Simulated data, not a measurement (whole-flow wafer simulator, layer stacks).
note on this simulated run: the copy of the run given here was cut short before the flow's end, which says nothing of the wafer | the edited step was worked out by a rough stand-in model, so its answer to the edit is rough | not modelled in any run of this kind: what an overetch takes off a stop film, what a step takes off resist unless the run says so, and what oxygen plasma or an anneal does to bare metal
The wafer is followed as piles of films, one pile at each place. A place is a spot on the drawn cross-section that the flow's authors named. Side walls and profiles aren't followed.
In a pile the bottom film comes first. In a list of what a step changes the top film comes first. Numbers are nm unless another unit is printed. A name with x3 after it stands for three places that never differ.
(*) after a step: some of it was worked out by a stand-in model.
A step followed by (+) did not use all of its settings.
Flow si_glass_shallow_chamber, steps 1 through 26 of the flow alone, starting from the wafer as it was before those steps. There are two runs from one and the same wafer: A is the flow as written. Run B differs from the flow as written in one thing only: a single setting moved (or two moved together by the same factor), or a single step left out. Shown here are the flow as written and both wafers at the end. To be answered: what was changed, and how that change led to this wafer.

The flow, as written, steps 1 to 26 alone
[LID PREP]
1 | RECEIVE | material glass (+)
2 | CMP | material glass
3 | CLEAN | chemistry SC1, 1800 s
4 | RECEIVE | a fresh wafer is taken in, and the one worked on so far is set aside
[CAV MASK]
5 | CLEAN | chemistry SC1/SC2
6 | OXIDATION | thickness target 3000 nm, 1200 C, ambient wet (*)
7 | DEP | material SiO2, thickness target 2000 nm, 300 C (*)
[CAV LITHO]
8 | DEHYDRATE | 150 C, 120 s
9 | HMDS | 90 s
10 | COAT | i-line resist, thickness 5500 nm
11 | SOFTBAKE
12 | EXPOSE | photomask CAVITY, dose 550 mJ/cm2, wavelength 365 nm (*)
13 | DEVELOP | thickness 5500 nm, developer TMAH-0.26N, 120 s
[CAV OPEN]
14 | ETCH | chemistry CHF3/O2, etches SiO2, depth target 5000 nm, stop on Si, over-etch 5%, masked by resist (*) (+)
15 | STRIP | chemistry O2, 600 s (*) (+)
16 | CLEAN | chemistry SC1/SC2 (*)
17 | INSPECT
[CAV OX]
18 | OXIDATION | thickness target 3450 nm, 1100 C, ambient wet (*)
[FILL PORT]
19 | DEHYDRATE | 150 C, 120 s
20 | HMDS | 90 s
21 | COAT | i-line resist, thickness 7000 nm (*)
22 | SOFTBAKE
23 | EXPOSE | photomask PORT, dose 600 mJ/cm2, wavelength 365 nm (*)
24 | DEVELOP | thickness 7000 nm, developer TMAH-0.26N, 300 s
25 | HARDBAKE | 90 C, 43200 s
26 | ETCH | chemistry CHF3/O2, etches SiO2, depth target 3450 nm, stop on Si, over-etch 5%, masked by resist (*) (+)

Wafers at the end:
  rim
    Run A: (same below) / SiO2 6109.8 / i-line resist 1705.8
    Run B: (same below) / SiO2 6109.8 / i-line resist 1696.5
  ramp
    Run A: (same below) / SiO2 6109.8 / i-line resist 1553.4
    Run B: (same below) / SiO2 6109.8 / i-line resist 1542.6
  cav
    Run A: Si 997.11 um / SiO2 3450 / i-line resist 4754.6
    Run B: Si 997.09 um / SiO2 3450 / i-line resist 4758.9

The reason: step 14, ETCH: over-etch 6.88% was run, though the flow has over-etch 5%.

Step by step, how the change led to this:
  14 | ETCH | chemistry CHF3/O2, etches SiO2, depth target 5000 nm, stop on Si, over-etch 5%, masked by resist (*) (+)
      cav, port: A -5000 SiO2 (all of it), -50 Si | B -5000 SiO2 (all of it), -68.8 Si
  15 | STRIP | chemistry O2, 600 s (*) (+)
      rim, ramp, septum, ring: A -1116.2 i-line resist (all of it) | B -1037.8 i-line resist (all of it)
